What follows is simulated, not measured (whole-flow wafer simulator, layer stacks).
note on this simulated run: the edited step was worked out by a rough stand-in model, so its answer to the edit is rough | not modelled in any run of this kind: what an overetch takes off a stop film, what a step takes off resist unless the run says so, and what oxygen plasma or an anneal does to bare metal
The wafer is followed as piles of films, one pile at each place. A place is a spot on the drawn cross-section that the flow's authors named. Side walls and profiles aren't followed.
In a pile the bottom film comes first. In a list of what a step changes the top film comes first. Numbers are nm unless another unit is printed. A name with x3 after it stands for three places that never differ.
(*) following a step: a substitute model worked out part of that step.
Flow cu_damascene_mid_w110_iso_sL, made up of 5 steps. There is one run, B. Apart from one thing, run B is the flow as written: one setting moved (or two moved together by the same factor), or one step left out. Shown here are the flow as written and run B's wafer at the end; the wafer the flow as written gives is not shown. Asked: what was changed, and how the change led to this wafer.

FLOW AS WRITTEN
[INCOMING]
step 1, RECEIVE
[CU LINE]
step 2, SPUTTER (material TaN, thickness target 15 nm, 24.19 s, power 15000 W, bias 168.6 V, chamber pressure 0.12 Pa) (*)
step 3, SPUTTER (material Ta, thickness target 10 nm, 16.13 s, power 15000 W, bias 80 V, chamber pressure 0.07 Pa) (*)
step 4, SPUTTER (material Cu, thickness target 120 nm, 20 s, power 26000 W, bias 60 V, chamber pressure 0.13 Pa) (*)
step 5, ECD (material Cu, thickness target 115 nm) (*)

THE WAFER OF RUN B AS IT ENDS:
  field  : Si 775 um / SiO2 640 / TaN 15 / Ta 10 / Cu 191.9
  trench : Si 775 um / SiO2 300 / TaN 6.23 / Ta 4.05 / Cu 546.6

The reason: step 5, ECD: thickness target 71.9 nm was run, whereas the flow has thickness target 115 nm.

The path from the change to this, step by step:
  step 5, ECD (material Cu, thickness target 115 nm) (*)
      field: Cu gains 71.9 (in the flow as written it would be: Cu gains 115)
      trench: Cu gains 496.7 (in the flow as written it would be: Cu gains 539.8)
